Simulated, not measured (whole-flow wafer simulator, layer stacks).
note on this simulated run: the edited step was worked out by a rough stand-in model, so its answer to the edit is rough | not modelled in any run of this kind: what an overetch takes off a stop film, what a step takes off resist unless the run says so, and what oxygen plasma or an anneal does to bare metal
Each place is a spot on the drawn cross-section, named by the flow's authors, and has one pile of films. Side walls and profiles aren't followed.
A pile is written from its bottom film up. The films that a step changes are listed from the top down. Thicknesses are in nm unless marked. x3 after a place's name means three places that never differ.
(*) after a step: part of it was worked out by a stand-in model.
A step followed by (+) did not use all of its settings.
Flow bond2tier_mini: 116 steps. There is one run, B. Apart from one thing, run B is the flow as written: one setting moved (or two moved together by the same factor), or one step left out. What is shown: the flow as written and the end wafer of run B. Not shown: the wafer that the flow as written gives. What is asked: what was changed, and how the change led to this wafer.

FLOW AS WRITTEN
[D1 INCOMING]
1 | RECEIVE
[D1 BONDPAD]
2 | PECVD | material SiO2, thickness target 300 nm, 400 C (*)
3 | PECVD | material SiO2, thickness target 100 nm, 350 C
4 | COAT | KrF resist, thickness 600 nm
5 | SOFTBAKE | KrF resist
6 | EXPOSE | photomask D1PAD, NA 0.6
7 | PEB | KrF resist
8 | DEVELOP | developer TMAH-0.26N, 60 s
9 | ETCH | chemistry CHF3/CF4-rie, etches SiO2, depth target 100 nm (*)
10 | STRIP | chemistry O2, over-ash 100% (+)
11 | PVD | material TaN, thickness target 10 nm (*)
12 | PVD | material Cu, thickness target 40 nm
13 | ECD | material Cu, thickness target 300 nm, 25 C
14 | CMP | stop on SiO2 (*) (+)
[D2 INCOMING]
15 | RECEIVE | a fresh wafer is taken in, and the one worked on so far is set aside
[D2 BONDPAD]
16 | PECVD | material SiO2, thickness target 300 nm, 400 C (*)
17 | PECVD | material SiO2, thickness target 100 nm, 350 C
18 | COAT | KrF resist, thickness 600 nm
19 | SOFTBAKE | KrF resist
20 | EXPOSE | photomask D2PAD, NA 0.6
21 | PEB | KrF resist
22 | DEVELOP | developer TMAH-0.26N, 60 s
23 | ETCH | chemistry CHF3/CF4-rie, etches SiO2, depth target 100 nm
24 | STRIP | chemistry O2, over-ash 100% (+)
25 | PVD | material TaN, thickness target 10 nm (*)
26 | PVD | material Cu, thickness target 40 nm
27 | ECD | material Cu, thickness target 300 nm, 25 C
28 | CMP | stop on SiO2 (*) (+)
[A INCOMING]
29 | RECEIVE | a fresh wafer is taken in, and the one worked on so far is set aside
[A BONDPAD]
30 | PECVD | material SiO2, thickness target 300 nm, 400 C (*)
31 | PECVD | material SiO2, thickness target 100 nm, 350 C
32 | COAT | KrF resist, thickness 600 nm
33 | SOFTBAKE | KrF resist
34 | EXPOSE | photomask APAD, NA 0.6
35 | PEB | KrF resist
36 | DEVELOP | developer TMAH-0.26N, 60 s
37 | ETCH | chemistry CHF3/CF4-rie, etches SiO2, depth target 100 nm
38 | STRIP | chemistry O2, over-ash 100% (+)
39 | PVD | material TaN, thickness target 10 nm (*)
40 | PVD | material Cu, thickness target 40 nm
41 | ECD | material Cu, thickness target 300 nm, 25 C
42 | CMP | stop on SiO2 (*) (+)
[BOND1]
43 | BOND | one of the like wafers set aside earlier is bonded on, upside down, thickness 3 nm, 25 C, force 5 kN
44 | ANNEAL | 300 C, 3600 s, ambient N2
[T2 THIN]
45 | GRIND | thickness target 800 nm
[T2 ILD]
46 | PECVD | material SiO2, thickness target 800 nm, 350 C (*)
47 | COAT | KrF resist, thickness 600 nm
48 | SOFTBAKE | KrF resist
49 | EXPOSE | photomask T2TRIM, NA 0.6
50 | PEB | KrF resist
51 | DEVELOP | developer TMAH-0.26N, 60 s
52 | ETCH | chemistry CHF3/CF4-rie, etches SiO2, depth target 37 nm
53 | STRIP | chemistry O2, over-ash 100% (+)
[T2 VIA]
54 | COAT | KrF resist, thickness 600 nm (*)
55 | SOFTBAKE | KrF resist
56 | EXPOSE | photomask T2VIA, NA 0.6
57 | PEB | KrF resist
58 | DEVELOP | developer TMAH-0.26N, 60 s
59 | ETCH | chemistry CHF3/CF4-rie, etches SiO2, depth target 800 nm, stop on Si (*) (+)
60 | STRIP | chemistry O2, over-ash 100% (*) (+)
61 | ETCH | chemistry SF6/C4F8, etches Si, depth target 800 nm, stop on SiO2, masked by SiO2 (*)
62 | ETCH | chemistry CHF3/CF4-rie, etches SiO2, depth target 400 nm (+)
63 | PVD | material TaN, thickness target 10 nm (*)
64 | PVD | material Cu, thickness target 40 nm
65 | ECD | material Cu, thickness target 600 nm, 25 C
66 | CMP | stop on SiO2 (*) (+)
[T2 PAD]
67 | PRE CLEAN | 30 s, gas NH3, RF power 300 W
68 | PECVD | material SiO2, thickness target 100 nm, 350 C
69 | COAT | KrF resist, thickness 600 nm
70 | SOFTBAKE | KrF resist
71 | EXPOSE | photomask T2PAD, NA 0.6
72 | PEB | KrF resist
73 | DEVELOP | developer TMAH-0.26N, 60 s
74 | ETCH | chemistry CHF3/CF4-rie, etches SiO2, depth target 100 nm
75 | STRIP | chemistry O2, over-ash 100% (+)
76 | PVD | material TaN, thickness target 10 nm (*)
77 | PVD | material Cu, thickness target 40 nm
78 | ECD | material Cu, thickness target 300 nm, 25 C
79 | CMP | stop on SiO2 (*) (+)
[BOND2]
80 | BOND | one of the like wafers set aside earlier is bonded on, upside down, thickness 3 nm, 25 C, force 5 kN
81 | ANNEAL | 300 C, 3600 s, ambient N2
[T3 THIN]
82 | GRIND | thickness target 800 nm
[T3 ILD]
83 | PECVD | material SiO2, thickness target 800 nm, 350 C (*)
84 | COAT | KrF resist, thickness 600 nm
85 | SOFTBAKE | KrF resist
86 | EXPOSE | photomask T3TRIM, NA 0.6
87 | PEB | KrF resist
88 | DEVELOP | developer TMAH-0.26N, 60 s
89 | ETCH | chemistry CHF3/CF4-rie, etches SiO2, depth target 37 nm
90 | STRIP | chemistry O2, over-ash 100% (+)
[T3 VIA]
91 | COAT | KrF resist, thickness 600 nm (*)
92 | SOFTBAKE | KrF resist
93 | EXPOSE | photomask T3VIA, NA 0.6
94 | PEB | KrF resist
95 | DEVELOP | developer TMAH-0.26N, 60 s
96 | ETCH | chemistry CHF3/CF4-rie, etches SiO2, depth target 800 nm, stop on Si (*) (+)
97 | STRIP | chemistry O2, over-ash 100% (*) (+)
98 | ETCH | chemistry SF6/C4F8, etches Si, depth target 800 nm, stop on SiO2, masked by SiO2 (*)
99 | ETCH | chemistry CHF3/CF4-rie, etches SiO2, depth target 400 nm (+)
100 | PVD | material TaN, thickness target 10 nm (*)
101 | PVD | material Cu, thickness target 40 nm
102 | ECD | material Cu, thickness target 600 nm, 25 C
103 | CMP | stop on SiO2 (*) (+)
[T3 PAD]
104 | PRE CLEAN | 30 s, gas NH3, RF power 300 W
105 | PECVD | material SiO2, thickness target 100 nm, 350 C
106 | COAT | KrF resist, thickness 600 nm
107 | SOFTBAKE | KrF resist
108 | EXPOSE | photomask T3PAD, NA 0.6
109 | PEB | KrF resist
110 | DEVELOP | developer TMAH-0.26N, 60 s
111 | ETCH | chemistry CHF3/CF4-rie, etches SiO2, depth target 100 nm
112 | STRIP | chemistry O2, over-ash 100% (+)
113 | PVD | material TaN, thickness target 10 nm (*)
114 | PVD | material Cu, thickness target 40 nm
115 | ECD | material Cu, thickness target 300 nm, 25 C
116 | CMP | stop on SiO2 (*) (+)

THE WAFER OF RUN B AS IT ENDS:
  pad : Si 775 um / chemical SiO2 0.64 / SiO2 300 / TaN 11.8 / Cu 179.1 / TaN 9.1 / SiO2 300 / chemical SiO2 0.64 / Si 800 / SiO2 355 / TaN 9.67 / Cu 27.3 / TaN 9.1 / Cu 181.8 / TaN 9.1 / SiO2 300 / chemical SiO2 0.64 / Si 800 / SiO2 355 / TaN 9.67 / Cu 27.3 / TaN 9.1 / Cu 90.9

Cause: step 39, PVD: thickness target 13 nm was run, while the flow as written has thickness target 10 nm.

The path from the change to this, step by step:
  39 | PVD | material TaN, thickness target 10 nm (*)
      field: TaN gains 13 (new film) (as written it would have been: TaN gains 10 (new film))
      pad: TaN gains 11.8 (new film) (as written it would have been: TaN gains 9.1 (new film))
      (as well as at 1 more place)
  42 | CMP | stop on SiO2 (*) (+)
      field: Cu loses 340 (all of it), TaN loses 13 (all of it) (as written it would have been: Cu loses 340 (all of it), TaN loses 10 (all of it))
